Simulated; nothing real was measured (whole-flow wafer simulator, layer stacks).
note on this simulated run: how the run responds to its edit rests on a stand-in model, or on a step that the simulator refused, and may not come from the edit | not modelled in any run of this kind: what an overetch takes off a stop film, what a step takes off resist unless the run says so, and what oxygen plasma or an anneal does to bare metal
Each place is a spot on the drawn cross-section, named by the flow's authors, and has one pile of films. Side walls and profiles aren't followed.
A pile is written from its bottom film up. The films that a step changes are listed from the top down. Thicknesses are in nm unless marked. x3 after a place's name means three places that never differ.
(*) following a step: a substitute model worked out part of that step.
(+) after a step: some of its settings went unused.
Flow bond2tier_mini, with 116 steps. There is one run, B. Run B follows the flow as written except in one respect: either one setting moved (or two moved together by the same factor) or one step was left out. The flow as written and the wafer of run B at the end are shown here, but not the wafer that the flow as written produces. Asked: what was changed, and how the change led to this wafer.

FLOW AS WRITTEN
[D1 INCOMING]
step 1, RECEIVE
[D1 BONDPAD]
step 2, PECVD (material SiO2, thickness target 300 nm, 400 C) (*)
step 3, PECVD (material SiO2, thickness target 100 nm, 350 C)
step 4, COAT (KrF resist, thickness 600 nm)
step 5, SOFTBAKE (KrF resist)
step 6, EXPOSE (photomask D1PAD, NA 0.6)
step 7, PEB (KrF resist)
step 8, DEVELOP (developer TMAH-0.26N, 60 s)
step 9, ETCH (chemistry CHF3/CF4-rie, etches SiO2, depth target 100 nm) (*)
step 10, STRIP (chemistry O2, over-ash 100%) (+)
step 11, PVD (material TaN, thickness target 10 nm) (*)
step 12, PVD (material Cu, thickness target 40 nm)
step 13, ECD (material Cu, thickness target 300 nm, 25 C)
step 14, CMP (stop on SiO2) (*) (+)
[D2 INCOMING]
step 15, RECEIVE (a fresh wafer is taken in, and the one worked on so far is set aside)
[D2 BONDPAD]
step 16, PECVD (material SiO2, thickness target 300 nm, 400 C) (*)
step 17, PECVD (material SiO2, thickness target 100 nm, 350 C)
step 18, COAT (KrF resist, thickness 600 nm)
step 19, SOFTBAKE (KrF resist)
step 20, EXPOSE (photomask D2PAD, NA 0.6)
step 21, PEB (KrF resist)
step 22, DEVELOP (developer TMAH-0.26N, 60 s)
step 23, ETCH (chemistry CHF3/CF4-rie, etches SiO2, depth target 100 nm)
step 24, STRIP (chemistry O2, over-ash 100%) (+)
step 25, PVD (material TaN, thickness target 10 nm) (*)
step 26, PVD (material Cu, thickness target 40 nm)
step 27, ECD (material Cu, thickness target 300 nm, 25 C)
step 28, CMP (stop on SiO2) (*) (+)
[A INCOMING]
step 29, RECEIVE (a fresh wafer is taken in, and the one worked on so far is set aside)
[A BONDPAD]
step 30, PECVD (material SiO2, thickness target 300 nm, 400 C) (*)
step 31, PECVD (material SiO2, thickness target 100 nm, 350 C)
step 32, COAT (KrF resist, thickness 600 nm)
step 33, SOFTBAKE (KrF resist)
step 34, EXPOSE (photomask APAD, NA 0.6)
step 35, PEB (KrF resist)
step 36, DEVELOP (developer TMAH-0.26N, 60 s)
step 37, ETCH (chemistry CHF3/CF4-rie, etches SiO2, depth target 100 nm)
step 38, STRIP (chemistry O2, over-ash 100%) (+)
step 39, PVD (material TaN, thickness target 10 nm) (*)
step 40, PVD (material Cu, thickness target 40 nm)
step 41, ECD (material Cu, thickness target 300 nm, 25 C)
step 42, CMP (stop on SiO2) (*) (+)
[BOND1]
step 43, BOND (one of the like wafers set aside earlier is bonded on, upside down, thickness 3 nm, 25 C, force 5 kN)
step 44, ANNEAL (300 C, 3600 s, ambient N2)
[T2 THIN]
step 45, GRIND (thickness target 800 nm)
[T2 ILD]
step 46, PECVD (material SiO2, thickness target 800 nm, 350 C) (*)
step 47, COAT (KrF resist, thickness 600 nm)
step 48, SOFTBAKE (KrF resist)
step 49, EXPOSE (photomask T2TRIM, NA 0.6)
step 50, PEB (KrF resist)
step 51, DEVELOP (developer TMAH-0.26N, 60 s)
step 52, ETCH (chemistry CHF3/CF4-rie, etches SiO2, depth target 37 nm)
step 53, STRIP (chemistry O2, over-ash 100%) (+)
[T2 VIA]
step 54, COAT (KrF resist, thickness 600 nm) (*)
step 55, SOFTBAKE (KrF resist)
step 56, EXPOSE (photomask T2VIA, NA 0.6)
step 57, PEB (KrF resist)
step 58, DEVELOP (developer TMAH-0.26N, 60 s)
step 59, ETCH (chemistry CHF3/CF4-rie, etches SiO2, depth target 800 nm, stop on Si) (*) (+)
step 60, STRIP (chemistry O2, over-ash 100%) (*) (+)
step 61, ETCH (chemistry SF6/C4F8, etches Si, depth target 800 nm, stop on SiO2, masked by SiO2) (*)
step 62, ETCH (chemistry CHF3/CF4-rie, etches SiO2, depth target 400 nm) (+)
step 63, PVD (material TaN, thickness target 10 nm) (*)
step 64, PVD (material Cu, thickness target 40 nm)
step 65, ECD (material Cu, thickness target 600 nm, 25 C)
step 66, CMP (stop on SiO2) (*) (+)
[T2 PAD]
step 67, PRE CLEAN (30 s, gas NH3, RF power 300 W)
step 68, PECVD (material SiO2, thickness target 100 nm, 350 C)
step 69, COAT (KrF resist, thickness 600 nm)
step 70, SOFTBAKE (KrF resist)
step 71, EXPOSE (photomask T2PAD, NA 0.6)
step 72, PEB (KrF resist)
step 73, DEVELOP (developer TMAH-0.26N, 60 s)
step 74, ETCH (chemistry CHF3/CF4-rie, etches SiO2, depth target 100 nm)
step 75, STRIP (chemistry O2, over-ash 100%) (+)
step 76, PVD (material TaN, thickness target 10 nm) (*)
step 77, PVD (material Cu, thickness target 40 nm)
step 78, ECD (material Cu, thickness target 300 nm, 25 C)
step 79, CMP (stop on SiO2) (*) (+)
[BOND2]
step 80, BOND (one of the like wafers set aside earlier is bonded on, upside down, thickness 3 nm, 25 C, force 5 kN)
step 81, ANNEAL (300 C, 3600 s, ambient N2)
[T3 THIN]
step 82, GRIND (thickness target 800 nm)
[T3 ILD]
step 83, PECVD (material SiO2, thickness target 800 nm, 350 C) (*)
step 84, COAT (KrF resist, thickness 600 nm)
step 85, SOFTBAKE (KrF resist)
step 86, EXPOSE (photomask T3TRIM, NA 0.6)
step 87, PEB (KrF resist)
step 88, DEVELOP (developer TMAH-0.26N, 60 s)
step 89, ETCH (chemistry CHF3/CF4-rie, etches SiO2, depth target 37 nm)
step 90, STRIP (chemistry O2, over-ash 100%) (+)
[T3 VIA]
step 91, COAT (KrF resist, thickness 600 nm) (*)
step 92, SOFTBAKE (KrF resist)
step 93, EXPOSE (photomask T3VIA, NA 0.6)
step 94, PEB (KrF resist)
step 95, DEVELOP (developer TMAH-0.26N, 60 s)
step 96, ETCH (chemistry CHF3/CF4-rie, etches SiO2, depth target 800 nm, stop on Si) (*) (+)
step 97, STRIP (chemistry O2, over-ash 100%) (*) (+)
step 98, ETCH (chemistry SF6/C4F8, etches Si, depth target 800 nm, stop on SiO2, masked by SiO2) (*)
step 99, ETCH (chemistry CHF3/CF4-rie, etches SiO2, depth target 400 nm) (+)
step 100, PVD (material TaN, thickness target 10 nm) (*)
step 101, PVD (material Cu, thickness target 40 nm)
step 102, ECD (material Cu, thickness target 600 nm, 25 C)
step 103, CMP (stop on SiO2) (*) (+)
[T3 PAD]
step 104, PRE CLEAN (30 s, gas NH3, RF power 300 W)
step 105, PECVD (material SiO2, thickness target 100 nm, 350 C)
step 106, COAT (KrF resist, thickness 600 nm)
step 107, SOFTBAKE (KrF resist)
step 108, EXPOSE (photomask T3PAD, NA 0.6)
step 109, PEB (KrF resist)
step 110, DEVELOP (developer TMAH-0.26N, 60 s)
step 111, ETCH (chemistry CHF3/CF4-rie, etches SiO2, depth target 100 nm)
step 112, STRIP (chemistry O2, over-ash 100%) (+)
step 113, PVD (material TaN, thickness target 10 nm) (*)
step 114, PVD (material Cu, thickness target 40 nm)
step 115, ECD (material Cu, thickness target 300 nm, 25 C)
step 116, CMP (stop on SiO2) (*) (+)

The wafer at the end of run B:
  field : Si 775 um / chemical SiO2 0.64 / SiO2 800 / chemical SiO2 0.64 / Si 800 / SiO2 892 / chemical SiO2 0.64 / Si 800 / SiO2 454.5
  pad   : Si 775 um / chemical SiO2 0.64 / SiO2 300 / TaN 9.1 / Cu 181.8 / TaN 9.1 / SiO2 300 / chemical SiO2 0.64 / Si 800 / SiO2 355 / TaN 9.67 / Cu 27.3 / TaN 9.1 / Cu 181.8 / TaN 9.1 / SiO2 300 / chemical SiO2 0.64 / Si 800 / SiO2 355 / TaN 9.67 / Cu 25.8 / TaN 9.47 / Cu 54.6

The reason: step 105, PECVD: thickness target 62.5 nm was run, though the flow has thickness target 100 nm.

How this came from the change, step by step:
  step 105, PECVD (material SiO2, thickness target 100 nm, 350 C)
      field: +62.5 SiO2 (in the flow as written it would be: +100 SiO2)
      pad: +62.5 SiO2 (new film) (in the flow as written it would be: +100 SiO2 (new film))
  step 111, ETCH (chemistry CHF3/CF4-rie, etches SiO2, depth target 100 nm)
      pad: -62.5 SiO2 (all of it), -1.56 Cu (in the flow as written it would be: -100 SiO2 (all of it))
      field: -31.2 KrF resist (in the flow as written it would be: -33.3 KrF resist)
  step 114, PVD (material Cu, thickness target 40 nm)
      pad: +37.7 Cu (new film) (in the flow as written it would be: +36.4 Cu (new film))
  step 115, ECD (material Cu, thickness target 300 nm, 25 C)
      pad: +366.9 Cu (in the flow as written it would be: +404.5 Cu)
